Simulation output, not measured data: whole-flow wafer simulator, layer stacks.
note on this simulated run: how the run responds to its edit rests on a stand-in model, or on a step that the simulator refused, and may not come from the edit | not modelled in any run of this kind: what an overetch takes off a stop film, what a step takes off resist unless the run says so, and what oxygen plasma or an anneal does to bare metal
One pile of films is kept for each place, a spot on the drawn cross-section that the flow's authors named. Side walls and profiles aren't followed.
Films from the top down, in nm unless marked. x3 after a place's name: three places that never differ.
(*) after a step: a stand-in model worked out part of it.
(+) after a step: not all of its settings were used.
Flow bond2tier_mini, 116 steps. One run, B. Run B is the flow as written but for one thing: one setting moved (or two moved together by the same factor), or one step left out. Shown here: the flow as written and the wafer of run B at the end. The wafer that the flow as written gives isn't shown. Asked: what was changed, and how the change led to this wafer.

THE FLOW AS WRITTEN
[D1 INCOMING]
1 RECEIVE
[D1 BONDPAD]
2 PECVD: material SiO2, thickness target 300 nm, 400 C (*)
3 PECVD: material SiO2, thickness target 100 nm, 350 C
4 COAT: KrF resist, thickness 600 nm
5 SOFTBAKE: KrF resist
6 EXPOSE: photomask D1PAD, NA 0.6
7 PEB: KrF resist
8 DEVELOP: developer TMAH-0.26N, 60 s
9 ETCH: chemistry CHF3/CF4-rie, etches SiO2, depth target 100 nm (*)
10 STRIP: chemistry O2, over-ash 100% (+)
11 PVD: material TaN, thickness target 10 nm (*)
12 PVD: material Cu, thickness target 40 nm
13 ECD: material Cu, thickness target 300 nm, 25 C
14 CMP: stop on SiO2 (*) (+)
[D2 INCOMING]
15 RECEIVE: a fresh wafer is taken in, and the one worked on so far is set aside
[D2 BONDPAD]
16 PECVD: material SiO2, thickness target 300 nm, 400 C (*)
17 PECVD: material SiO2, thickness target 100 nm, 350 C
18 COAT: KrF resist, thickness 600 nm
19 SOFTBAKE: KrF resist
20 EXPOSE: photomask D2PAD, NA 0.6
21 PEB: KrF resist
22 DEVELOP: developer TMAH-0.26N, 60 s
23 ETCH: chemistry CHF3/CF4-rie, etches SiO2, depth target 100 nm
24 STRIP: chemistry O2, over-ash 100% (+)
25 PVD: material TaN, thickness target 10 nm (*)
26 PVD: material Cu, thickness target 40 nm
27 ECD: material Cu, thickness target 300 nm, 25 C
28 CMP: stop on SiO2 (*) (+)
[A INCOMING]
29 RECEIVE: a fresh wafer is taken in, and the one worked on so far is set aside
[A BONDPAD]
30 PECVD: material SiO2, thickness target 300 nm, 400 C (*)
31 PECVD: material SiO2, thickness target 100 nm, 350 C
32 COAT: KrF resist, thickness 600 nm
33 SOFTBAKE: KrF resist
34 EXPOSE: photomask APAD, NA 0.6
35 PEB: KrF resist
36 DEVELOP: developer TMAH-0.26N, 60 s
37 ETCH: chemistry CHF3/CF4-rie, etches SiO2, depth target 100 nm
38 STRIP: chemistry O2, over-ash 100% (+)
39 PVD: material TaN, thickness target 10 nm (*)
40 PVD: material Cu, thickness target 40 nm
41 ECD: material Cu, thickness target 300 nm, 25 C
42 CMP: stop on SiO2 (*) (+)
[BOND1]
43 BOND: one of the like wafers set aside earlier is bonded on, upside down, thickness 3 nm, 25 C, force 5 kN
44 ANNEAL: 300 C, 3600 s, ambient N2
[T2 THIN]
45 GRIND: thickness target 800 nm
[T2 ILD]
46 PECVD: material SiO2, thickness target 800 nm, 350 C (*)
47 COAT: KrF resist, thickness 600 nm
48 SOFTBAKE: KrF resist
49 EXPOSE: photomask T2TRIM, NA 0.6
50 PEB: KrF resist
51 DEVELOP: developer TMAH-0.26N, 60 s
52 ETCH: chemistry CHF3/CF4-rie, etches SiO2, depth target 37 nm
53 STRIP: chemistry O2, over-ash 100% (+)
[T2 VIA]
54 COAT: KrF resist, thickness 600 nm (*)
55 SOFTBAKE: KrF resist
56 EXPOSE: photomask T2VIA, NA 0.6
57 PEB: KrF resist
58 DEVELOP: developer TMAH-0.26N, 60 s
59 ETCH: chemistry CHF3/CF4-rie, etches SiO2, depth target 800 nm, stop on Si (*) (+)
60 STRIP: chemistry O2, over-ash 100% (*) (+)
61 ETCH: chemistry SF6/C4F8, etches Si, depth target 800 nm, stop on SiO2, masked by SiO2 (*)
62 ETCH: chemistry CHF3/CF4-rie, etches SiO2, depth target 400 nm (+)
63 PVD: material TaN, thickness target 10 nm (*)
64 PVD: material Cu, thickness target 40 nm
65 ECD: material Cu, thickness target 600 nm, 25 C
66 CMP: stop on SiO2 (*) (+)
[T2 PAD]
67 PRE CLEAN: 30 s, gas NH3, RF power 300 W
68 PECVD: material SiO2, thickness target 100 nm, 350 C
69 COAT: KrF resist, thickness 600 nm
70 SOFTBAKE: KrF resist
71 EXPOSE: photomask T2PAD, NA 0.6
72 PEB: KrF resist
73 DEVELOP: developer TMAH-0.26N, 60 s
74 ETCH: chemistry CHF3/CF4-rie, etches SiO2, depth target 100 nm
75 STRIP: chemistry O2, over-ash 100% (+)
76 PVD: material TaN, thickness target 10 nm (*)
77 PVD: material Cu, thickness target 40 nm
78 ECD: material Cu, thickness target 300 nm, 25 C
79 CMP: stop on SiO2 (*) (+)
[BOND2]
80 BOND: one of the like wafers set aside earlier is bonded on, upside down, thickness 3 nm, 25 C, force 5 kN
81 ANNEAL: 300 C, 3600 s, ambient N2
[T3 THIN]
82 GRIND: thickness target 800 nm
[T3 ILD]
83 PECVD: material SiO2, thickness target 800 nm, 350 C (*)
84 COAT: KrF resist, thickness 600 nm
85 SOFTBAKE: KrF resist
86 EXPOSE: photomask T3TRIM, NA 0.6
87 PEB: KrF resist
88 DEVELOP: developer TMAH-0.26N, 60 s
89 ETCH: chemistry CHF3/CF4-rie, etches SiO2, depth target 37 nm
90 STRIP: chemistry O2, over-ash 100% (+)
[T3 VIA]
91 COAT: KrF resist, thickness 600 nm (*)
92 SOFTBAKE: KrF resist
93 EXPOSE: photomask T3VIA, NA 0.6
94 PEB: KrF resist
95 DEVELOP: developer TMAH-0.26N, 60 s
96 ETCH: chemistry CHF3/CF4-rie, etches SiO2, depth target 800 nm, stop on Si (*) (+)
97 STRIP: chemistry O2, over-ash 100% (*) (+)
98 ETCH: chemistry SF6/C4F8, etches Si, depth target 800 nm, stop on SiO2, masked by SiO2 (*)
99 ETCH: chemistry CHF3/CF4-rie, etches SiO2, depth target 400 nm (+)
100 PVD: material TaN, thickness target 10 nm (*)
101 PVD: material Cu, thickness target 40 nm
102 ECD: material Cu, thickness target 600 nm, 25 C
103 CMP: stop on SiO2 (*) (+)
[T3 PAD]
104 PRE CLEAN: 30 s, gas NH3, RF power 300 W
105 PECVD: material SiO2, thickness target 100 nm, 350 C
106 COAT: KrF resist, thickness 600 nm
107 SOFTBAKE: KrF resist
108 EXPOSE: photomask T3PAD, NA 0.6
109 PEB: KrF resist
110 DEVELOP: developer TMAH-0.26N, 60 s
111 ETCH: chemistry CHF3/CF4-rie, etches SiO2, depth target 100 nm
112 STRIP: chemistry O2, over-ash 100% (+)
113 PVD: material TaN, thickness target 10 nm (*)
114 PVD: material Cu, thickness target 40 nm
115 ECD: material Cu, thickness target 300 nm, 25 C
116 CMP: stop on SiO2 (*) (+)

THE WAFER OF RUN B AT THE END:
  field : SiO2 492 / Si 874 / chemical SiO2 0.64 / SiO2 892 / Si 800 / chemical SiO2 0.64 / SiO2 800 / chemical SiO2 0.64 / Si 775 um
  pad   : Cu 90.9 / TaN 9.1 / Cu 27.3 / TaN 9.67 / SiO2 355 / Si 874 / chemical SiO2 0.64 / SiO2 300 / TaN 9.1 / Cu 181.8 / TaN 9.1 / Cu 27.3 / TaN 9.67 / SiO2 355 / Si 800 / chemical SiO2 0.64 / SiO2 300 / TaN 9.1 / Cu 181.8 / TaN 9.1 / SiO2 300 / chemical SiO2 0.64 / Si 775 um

The cause: step 82, GRIND: thickness target 874 nm was run, where the flow has thickness target 800 nm.
It can be read off the wafer: field has Si 874, and step 82 as written asks for 800 nm.

How the change led to this, step by step:
  82 GRIND: thickness target 800 nm
      field, pad: Si -774.13 um (as written it would be: Si -774.2 um)
